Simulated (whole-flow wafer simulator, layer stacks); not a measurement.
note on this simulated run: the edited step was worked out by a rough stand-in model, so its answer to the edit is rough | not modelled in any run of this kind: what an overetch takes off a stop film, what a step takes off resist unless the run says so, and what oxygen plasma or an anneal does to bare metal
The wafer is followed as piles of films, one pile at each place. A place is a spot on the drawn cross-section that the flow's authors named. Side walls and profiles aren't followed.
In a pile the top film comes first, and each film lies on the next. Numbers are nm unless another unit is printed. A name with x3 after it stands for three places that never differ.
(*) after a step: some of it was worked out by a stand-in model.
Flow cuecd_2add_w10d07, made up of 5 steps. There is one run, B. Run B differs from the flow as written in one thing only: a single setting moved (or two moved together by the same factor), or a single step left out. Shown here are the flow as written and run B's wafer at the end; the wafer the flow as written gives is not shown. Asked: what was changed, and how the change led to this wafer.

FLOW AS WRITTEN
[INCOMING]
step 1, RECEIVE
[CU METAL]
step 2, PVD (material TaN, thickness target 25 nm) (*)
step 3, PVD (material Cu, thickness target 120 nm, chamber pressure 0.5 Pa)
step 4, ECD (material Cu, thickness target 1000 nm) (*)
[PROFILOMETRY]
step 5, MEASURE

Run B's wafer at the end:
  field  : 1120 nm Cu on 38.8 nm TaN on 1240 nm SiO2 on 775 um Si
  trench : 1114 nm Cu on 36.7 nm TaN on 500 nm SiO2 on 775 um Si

What caused this: step 2, PVD: thickness target 38.8 nm was run, while the flow as written has thickness target 25 nm.
One can read it off the wafer: field has TaN 38.8, and step 2 as written asks for 25 nm.

Step by step, how the change led to this:
  step 2, PVD (material TaN, thickness target 25 nm) (*)
      field: TaN gains 38.8 (new film) (as written it would have been: TaN gains 25 (new film))
      trench: TaN gains 36.7 (new film) (as written it would have been: TaN gains 23.7 (new film))
